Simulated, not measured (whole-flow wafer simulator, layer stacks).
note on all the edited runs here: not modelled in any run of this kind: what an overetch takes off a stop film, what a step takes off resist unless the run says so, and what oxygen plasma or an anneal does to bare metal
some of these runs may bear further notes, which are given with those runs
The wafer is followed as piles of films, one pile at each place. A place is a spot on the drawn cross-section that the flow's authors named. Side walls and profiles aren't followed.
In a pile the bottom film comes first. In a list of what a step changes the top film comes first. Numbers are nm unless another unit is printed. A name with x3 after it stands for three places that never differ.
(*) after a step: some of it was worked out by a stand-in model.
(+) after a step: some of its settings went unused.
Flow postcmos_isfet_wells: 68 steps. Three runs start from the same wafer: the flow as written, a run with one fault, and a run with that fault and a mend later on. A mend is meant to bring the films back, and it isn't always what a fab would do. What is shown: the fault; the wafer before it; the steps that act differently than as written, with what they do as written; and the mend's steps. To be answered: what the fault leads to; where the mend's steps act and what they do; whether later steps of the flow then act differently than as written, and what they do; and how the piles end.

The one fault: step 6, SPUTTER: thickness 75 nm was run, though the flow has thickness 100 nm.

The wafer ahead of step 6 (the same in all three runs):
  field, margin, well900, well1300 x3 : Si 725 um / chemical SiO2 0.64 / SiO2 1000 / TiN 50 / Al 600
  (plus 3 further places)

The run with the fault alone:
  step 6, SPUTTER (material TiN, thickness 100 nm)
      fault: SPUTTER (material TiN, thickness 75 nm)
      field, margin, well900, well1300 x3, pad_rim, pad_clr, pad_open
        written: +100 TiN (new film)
        fault: +75 TiN (new film)
  Steps further on in the flow that do not act as written:
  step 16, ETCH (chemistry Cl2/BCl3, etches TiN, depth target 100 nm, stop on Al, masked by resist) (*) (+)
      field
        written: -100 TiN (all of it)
        fault: -75 TiN (all of it)
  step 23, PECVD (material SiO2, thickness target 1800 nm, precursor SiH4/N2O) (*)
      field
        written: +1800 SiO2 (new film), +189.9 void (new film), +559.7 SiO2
        fault: +1800 SiO2 (new film), +171.1 void (new film), +553.4 SiO2
  The piles end different from the flow's at field, margin, well900, well1300 x3, pad_rim, pad_clr, pad_open by more than 2% or 0.5 nm, whichever is larger.
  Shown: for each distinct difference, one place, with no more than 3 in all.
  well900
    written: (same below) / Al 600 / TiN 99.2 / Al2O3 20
    fault: (same below) / Al 600 / TiN 74.2 / Al2O3 20
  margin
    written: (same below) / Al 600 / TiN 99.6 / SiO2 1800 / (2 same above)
    fault: (same below) / Al 600 / TiN 74.6 / SiO2 1800 / (2 same above)
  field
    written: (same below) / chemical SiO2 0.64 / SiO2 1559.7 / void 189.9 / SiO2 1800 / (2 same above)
    fault: (same below) / chemical SiO2 0.64 / SiO2 1553.4 / void 171.1 / SiO2 1800 / (2 same above)

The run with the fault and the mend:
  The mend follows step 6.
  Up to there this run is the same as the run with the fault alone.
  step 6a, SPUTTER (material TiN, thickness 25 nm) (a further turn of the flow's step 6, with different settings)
      field, margin, well900, well1300 x3, pad_rim, pad_clr, pad_open
        +25 TiN
  Every later step of the flow that is run acts as written at every place that is followed.
  At every place that both follow, the piles at the end match the flow's.
